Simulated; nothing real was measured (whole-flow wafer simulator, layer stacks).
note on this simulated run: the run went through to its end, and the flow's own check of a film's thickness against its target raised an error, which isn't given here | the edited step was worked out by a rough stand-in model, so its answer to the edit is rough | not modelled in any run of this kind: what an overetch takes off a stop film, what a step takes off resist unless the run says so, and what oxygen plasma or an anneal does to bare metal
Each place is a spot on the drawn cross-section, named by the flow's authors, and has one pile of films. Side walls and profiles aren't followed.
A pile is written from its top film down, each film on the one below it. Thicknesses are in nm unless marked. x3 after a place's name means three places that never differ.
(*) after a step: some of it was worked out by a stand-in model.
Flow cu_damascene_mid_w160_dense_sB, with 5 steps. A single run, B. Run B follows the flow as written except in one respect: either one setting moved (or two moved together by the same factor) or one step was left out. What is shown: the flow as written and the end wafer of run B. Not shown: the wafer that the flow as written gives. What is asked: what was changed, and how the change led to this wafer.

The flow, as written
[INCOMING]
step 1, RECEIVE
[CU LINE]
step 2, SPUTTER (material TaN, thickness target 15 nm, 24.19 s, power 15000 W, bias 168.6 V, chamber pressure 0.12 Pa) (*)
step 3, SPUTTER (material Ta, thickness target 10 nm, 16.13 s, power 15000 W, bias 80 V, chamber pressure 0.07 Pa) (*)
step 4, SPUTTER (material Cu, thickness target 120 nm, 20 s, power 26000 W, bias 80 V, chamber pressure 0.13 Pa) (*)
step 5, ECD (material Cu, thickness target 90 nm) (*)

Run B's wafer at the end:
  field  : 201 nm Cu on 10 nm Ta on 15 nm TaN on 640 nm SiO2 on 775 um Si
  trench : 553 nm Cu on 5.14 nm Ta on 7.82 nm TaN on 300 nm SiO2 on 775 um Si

What caused this: step 5, ECD: thickness target 81 nm was run, though the flow has thickness target 90 nm.

How this came from the change, step by step:
  step 5, ECD (material Cu, thickness target 90 nm) (*)
      field: Cu gains 81 (in the flow as written it would be: Cu gains 90)
